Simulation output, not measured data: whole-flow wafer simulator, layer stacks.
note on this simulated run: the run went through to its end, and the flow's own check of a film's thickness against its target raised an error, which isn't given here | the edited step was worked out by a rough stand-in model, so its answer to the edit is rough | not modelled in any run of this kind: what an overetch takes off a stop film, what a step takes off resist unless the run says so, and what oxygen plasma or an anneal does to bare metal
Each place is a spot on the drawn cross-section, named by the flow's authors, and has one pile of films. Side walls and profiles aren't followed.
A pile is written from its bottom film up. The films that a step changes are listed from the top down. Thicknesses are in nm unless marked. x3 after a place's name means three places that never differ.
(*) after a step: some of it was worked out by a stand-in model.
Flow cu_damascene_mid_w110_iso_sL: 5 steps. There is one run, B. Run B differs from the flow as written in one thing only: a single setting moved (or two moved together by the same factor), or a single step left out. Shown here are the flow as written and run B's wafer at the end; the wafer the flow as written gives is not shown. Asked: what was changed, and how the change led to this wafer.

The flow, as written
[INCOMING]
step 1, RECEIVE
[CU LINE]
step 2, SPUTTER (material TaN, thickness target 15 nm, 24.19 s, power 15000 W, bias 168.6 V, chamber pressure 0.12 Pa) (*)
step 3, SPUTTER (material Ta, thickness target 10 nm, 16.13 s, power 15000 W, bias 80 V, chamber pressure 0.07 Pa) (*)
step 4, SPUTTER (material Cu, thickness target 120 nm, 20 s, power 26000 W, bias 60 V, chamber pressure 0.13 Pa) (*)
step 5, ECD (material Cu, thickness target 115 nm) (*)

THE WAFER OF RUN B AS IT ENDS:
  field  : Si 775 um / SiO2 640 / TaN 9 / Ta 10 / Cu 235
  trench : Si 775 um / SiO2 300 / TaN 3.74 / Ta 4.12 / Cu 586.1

Cause: step 2, SPUTTER: 14.51 s was run, whereas the flow has 24.19 s.

How this came from the change, step by step:
  step 2, SPUTTER (material TaN, thickness target 15 nm, 24.19 s, power 15000 W, bias 168.6 V, chamber pressure 0.12 Pa) (*)
      field: TaN gains 9 (new film) (as written it would have been: TaN gains 15 (new film))
      trench: TaN gains 3.74 (new film) (as written it would have been: TaN gains 6.23 (new film))
